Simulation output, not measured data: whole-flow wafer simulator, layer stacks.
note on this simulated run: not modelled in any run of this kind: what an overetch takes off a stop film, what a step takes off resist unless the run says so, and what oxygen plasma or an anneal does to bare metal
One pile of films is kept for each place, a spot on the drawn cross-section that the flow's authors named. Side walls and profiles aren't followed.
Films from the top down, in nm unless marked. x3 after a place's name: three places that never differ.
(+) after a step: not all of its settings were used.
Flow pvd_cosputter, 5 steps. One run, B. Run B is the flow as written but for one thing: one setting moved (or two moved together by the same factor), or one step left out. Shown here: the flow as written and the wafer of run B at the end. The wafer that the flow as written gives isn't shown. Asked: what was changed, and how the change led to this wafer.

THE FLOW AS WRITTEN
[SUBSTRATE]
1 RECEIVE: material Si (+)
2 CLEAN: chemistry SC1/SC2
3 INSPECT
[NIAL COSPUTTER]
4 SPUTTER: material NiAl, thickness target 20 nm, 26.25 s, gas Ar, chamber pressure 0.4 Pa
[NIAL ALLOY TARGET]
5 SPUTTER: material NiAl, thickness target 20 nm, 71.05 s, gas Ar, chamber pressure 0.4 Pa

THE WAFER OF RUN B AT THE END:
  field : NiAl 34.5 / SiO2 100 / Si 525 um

The cause: step 4, SPUTTER: thickness target 14.5 nm was run, where the flow has thickness target 20 nm; step 4, SPUTTER: 19.03 s was run, where the flow has 26.25 s.

How the change led to this, step by step:
  4 SPUTTER: material NiAl, thickness target 20 nm, 26.25 s, gas Ar, chamber pressure 0.4 Pa
      field: NiAl +14.5 (new film) (as written it would be: NiAl +20 (new film))
